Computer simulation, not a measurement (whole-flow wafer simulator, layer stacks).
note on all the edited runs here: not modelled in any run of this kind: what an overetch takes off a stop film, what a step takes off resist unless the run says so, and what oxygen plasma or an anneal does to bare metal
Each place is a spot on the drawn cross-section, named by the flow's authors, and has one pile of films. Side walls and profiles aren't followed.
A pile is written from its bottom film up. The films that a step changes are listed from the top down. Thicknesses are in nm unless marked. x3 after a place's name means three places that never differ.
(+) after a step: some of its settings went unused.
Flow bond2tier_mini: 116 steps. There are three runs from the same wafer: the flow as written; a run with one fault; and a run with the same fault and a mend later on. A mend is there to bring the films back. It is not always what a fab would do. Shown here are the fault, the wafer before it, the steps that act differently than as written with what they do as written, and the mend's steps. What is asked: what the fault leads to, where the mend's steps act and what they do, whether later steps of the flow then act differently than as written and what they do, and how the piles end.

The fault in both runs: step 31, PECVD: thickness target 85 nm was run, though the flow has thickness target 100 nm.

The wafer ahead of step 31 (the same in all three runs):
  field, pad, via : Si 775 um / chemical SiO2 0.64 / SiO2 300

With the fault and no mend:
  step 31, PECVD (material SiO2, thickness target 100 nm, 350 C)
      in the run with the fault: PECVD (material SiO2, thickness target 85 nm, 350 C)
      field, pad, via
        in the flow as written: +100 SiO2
        in the run with the fault: +85 SiO2
  None of the later steps of the flow acts differently than as written at any place that is followed.
  The piles end different from the flow's at pad by more than 2% or 0.5 nm, whichever is larger.
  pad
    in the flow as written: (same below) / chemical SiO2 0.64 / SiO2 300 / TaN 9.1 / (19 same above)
    in the run with the fault: (same below) / chemical SiO2 0.64 / SiO2 285 / TaN 9.1 / (19 same above)

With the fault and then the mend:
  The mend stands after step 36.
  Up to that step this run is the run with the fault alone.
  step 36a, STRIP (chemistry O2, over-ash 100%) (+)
      field
        -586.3 KrF resist (all of it)
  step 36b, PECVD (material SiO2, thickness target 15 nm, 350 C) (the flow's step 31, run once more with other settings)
      field, pad, via
        +15 SiO2
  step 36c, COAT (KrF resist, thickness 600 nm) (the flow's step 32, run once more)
      field, pad, via
        +600 KrF resist (new film)
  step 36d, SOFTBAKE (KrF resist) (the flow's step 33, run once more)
      does not change any film at any place that is followed
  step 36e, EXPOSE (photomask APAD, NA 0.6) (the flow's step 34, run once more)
      does not change any film at any place that is followed
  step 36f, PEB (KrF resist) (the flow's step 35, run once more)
      does not change any film at any place that is followed
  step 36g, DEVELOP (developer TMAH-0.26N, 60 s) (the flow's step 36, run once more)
      pad, via
        -600 KrF resist (all of it)
      field
        -13.7 KrF resist
  None of the later steps of the flow acts differently than as written at any place that is followed.
  By the end, the piles equal the flow's at every place that both follow.
